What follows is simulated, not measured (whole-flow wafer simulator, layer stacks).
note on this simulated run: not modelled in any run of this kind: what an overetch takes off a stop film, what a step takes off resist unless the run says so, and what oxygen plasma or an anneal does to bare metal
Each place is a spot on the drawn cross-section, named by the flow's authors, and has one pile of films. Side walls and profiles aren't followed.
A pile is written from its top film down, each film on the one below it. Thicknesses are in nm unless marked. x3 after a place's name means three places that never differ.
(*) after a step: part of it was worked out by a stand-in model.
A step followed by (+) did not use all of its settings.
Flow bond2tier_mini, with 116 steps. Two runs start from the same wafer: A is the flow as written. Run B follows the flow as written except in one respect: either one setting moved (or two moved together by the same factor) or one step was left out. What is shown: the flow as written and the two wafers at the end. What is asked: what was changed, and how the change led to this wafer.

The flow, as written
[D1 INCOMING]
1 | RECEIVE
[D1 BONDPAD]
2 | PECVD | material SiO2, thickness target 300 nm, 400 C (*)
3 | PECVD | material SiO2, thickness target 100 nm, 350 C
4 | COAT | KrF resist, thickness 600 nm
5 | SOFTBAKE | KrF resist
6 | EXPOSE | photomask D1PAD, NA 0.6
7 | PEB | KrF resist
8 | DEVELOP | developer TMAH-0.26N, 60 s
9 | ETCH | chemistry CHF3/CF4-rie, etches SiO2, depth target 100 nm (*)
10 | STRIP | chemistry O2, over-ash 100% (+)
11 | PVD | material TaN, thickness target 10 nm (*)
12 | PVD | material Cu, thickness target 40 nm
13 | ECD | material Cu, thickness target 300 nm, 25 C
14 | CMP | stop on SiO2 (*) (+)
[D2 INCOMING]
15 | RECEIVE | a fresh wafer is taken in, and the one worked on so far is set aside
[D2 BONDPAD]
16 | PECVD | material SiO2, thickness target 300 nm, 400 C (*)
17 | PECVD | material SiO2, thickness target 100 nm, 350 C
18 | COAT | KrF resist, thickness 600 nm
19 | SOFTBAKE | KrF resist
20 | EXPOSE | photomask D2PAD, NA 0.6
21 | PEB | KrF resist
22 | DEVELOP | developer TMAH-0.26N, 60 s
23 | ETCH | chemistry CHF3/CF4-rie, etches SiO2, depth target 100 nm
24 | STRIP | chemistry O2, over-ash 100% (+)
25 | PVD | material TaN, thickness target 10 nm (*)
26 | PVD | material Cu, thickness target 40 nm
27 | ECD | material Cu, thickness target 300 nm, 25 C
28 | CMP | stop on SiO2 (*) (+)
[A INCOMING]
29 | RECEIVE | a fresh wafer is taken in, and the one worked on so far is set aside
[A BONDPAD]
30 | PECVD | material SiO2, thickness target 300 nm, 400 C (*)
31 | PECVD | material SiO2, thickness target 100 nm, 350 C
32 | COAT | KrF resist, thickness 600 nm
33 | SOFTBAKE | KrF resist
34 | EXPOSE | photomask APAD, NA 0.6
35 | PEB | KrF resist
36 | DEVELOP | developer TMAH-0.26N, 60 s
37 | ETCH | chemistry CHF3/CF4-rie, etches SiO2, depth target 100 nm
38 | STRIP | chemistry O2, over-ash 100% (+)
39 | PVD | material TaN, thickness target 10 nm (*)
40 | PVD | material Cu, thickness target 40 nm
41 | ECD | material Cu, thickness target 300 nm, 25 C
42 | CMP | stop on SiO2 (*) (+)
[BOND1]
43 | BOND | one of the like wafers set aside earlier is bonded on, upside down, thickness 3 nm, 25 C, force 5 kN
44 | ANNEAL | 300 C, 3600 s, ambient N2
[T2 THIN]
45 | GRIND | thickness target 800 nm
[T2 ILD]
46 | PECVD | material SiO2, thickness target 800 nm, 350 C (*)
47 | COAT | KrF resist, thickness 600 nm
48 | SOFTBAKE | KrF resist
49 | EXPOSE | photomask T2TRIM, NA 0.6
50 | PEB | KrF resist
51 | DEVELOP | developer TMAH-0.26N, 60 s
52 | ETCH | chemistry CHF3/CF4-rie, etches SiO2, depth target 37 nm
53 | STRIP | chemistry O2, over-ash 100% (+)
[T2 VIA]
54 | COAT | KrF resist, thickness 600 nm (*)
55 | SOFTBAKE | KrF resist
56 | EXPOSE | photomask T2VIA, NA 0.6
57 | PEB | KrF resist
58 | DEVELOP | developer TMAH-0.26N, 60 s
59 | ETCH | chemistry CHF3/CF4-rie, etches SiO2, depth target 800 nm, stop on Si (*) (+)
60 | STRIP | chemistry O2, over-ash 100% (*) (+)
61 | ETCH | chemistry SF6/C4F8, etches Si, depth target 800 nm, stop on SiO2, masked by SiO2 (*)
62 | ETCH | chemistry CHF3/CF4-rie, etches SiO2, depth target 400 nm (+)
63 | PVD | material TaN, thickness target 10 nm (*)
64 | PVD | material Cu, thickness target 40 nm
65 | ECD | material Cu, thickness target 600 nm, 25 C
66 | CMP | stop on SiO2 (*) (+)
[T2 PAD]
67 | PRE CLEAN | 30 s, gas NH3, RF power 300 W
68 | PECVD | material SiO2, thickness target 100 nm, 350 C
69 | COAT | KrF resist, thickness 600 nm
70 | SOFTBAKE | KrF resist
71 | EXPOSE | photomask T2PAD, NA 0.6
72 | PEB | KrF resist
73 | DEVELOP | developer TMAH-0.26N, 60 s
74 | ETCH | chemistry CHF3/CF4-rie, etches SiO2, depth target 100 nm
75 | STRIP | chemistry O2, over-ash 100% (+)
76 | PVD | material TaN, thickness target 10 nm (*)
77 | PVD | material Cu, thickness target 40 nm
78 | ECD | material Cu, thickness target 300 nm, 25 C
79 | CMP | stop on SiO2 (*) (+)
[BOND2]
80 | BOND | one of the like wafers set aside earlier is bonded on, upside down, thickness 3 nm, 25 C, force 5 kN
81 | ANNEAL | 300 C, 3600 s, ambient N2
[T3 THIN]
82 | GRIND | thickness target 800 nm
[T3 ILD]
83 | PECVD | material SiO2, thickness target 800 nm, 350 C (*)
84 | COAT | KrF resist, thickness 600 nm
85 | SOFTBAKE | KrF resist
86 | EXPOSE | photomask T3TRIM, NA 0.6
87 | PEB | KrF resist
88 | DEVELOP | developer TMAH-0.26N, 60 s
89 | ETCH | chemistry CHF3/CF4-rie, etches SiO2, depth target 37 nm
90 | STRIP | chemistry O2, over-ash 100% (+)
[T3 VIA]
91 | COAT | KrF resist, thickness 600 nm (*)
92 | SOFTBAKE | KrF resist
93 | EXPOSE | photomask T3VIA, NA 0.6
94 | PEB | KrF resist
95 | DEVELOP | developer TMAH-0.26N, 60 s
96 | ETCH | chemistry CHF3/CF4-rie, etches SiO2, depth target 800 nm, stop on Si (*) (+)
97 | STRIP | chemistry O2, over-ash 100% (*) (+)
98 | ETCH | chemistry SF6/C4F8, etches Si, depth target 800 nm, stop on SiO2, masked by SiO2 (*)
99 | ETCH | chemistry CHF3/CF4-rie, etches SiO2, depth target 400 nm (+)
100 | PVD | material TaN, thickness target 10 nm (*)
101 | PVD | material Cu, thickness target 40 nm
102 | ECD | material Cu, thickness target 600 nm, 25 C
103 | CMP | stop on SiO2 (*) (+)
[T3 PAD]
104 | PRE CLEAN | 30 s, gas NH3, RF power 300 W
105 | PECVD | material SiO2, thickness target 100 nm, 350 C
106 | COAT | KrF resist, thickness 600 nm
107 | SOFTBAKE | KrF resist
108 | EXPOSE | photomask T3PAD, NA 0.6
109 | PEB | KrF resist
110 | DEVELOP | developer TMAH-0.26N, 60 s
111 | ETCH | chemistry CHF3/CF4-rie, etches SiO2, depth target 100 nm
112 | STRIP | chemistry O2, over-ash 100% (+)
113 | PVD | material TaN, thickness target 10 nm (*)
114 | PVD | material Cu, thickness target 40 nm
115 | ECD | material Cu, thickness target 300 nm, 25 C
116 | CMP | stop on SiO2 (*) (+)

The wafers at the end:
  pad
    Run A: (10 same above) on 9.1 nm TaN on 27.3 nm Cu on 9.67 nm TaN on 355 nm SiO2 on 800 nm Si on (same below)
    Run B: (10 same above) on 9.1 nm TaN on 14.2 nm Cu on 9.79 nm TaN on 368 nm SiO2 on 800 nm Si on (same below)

The reason: step 52, ETCH: depth target 24 nm was run, while the flow as written has depth target 37 nm.

Step by step, how the change led to this:
  52 | ETCH | chemistry CHF3/CF4-rie, etches SiO2, depth target 37 nm
      pad, via: A SiO2 loses 37 | B SiO2 loses 24
      field: A KrF resist loses 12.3 | B KrF resist loses 8
  65 | ECD | material Cu, thickness target 600 nm, 25 C
      pad: A Cu gains 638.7 | B Cu gains 625.1
